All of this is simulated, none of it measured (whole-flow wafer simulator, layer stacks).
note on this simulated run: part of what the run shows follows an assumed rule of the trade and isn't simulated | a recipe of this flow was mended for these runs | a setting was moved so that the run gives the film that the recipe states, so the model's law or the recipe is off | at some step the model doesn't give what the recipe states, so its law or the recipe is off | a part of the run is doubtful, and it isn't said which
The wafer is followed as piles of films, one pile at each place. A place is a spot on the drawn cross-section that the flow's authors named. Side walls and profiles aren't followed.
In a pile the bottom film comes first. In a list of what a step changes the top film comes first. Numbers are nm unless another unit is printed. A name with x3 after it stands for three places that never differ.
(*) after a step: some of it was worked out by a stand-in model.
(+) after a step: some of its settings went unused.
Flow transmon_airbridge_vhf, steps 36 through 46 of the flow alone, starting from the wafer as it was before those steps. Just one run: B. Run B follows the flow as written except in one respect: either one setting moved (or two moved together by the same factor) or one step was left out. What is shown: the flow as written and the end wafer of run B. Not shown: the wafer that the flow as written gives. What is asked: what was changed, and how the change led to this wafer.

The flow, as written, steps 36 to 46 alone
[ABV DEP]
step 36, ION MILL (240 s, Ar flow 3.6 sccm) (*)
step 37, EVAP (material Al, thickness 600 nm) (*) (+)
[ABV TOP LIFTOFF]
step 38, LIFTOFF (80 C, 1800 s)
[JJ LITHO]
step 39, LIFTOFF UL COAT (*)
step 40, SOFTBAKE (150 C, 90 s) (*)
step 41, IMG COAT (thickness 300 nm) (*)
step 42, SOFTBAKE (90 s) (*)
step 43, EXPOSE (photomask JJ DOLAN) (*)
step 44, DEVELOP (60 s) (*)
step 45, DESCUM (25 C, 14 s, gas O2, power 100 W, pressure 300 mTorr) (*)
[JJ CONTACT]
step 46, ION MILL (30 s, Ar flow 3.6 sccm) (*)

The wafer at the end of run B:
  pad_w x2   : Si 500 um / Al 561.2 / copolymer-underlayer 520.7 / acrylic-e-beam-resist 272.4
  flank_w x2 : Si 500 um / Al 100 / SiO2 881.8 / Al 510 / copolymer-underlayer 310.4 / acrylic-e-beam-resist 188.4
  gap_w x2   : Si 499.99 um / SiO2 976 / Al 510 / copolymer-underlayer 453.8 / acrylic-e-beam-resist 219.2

The reason: step 37, EVAP: thickness 510 nm was run, while the flow as written has thickness 600 nm.
One can read it off the wafer: flank_w x2 has Al 510, and step 37 as written asks for 600 nm.

How this came from the change, step by step:
  step 37, EVAP (material Al, thickness 600 nm) (*) (+)
      field x3, jj_line, ground_far and 10 more: Al gains 510 (new film) (in the flow as written it would be: Al gains 600 (new film))
      pad_w x2: Al gains 502.4 (in the flow as written it would be: Al gains 591.1)
  step 38, LIFTOFF (80 C, 1800 s)
      field x3, jj_line, trace_open_s x2: Al loses 510 (all of it), i-line-resist loses 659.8 (all of it), lift-off-underlayer loses 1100 (all of it), acrylic-e-beam-resist loses 240 (all of it) (in the flow as written it would be: Al loses 600 (all of it), i-line-resist loses 659.8 (all of it), lift-off-underlayer loses 1100 (all of it), acrylic-e-beam-resist loses 240 (all of it))
      margin_s, margin_n: Al loses 510 (all of it), i-line-resist loses 378.2 (all of it), lift-off-underlayer loses 823.4 (all of it), acrylic-e-beam-resist loses 168.6 (all of it) (in the flow as written it would be: Al loses 600 (all of it), i-line-resist loses 378.2 (all of it), lift-off-underlayer loses 823.4 (all of it), acrylic-e-beam-resist loses 168.6 (all of it))
      (also at 1 further place)
  step 39, LIFTOFF UL COAT (*)
      bridge_strip: copolymer-underlayer gains 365 (new film) (in the flow as written it would be: copolymer-underlayer gains 355.1 (new film))
  step 41, IMG COAT (thickness 300 nm) (*)
      bridge_strip: acrylic-e-beam-resist gains 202 (new film) (in the flow as written it would be: acrylic-e-beam-resist gains 196.8 (new film))
